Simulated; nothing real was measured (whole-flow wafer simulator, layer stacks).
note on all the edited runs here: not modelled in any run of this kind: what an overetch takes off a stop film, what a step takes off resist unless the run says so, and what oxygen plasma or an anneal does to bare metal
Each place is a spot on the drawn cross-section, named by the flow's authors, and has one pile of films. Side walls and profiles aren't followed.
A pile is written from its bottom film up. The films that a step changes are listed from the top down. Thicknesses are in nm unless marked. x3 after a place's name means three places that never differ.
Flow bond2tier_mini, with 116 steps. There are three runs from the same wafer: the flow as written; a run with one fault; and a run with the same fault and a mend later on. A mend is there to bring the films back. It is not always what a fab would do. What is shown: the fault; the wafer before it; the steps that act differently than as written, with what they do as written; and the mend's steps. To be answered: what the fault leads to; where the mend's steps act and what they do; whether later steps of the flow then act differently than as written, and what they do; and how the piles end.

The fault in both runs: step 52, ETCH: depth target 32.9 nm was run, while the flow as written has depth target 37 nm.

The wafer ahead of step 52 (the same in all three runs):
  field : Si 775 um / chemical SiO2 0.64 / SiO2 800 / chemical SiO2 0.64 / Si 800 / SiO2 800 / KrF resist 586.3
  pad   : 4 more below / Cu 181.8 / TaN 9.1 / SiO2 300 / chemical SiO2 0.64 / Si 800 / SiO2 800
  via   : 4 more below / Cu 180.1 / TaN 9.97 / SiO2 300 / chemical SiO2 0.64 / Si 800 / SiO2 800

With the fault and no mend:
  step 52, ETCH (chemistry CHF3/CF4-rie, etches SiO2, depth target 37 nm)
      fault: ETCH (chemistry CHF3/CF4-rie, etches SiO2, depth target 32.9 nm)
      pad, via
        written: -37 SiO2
        fault: -32.9 SiO2
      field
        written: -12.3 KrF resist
        fault: -11 KrF resist
  Every later step of the flow that is run acts as written, at every place that is followed, to within 2% or 0.5 nm, whichever is larger.
  At pad, the piles at the end differ from the flow's by more than 2% or 0.5 nm, whichever is larger.
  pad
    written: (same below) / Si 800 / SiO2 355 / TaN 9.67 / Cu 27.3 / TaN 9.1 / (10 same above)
    fault: (same below) / Si 800 / SiO2 359.1 / TaN 9.7 / Cu 23.2 / TaN 9.1 / (10 same above)

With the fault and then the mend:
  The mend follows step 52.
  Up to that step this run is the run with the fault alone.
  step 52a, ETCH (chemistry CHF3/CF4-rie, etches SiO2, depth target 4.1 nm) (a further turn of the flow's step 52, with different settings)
      pad, via
        -4.1 SiO2
      field
        -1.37 KrF resist
  Every later step of the flow that is run acts as written at every place that is followed.
  At every place that both follow, the piles at the end match the flow's.
